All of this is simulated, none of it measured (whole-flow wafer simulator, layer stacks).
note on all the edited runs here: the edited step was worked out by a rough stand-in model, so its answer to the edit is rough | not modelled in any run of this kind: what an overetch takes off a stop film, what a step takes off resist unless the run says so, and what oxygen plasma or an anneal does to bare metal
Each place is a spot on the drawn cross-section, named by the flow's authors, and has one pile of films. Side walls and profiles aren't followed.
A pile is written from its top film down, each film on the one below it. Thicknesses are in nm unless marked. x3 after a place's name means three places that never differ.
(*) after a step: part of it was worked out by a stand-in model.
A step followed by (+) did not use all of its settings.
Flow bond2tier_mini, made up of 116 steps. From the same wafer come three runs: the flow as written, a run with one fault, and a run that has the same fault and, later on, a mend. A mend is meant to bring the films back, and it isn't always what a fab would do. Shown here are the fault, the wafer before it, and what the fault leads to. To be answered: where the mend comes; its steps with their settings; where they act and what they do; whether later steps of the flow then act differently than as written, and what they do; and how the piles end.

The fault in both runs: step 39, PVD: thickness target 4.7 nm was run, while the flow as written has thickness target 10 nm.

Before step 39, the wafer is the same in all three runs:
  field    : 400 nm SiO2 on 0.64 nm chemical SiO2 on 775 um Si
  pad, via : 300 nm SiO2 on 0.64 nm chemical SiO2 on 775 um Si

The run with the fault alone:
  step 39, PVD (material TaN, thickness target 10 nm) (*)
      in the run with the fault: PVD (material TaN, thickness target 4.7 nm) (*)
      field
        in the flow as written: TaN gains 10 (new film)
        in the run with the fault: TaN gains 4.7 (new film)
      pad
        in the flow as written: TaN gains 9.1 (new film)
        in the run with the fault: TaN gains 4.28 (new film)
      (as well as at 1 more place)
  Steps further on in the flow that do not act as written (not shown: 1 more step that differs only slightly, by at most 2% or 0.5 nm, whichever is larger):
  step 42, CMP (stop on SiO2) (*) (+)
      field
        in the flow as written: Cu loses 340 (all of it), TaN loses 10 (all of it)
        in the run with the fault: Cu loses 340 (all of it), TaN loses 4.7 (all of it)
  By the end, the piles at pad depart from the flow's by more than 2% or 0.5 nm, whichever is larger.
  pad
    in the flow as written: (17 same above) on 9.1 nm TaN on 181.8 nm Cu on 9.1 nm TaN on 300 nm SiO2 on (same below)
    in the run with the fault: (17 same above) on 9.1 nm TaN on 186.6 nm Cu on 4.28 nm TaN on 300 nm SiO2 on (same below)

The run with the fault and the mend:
  The mend stands after step 39.
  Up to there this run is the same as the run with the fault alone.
  step 39a, PVD (material TaN, thickness target 5.3 nm) (*) (the flow's step 39, run once more with other settings)
      field
        TaN gains 5.3
      pad
        TaN gains 4.82
      via
        TaN gains 5.29
  Later steps of the flow that are run all act as written at every place that is followed.
  The piles end the same as the flow's at every place that both follow.
